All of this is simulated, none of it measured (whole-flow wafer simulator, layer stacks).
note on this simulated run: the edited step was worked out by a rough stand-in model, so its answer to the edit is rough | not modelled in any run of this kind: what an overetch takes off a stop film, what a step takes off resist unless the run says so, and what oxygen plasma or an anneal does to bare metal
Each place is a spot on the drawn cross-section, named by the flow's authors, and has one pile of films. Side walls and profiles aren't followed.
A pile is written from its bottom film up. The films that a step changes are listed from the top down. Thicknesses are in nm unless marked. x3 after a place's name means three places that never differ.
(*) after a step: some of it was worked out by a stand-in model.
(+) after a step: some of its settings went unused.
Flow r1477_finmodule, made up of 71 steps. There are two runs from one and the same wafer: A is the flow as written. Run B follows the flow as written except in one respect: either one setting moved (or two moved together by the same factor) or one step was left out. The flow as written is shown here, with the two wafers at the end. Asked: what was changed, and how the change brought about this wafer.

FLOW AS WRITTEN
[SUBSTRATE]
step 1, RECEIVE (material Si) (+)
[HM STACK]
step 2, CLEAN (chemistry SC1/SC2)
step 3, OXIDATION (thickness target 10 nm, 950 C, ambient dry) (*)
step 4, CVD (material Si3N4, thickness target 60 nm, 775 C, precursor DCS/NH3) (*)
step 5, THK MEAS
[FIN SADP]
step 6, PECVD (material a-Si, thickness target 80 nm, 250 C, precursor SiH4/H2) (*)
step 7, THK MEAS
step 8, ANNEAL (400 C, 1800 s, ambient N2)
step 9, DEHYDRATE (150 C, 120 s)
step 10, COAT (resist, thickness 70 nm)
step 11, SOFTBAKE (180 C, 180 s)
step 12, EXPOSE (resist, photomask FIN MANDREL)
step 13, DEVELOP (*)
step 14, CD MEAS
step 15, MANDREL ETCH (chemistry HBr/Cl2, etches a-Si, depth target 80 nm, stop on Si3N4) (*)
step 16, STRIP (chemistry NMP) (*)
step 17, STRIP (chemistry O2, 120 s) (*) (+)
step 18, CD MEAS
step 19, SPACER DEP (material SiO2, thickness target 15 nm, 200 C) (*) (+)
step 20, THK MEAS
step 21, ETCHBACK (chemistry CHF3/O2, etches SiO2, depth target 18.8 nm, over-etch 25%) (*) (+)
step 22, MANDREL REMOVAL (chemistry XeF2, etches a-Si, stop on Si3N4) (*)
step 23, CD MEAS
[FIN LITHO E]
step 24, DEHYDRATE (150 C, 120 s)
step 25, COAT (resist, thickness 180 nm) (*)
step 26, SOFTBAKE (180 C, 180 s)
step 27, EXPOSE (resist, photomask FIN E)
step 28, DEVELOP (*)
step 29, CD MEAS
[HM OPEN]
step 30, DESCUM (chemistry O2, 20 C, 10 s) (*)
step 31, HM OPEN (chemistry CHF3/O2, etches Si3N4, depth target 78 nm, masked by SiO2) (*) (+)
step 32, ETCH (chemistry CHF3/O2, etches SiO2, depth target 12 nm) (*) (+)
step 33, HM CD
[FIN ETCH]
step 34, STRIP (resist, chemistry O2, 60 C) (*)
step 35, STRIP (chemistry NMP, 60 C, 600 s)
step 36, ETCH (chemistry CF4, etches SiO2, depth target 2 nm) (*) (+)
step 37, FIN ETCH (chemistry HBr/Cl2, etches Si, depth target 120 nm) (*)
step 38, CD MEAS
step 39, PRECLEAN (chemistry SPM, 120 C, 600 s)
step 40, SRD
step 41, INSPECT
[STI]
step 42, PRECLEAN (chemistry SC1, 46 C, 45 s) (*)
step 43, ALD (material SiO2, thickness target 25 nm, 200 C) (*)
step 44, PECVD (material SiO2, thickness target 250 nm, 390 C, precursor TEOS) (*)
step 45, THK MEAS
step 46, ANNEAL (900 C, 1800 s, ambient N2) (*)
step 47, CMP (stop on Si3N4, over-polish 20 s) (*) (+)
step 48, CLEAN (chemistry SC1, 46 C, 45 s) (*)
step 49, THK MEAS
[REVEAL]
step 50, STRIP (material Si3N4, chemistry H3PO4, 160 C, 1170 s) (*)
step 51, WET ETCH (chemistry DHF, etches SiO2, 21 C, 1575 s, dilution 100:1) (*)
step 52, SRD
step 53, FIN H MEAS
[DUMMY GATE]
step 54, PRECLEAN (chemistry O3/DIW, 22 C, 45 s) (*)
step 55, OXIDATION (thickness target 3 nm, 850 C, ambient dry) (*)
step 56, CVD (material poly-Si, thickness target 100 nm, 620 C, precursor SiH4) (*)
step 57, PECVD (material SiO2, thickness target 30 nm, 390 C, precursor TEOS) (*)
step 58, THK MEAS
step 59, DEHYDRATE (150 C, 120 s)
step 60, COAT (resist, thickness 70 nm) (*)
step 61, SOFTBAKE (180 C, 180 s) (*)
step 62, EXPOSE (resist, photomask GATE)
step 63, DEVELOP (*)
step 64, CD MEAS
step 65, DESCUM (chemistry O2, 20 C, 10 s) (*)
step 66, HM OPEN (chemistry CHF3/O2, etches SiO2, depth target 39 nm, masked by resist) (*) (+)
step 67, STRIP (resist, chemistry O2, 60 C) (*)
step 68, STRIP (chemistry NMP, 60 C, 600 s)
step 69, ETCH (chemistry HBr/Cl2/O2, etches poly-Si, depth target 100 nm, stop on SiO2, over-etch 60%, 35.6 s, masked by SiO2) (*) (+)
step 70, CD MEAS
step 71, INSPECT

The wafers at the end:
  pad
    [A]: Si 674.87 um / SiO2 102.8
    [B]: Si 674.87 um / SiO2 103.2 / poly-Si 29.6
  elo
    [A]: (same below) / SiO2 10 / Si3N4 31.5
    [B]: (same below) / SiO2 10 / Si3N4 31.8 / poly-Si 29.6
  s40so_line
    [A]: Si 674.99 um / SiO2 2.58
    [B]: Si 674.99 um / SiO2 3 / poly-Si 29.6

The reason: step 69, ETCH: depth target 42.5 nm was run, though the flow has depth target 100 nm; step 69, ETCH: 15.1 s was run, where the flow has 35.6 s.

The path from the change to this, step by step:
  step 69, ETCH (chemistry HBr/Cl2/O2, etches poly-Si, depth target 100 nm, stop on SiO2, over-etch 60%, 35.6 s, masked by SiO2) (*) (+)
      pad, eso, e40so and 8 more: A -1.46 chemical SiO2 (all of it), -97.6 poly-Si (all of it), -0.42 SiO2 | B -1.46 chemical SiO2 (all of it), -68 poly-Si
      elo, e40lo, e100lo, e200lo: A -1.46 chemical SiO2 (all of it), -97.6 poly-Si (all of it), -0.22 Si3N4 | B -1.46 chemical SiO2 (all of it), -68 poly-Si
      (as well as at 21 more places)
